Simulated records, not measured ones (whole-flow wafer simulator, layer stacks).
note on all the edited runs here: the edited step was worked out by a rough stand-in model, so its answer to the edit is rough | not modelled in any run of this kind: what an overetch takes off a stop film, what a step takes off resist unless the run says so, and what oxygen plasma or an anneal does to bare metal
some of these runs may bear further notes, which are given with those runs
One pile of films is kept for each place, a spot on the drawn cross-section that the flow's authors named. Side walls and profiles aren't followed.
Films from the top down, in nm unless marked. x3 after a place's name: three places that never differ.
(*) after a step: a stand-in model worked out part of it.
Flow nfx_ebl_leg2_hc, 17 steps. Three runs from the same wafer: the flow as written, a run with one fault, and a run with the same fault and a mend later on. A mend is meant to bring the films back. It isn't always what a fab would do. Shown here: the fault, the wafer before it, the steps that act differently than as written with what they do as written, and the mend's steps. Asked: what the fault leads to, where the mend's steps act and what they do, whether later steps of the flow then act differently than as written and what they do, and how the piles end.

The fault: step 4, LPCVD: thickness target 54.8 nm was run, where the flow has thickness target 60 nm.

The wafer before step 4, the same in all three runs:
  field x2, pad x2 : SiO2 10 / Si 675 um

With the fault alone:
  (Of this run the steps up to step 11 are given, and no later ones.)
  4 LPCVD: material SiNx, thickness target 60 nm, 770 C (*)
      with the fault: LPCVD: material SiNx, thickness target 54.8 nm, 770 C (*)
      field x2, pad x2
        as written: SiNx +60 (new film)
        with the fault: SiNx +54.8 (new film)
  No later step of the flow up to step 11 acts differently than as written at any place that is followed.
  After step 11 the piles differ from the flow's by more than 2% or 0.5 nm, whichever is larger, at field x2, pad x2.
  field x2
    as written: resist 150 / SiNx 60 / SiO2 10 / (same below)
    with the fault: resist 150 / SiNx 54.8 / SiO2 10 / (same below)
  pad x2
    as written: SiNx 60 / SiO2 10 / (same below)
    with the fault: SiNx 54.8 / SiO2 10 / (same below)

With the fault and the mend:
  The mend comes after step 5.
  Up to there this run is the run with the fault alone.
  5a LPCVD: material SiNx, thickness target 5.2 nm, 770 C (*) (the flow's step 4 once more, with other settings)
      field x2, pad x2
        SiNx +5.2
  No later step of the flow acts differently than as written at any place that is followed.
  At the end the piles are the same as the flow's at every place that both follow.
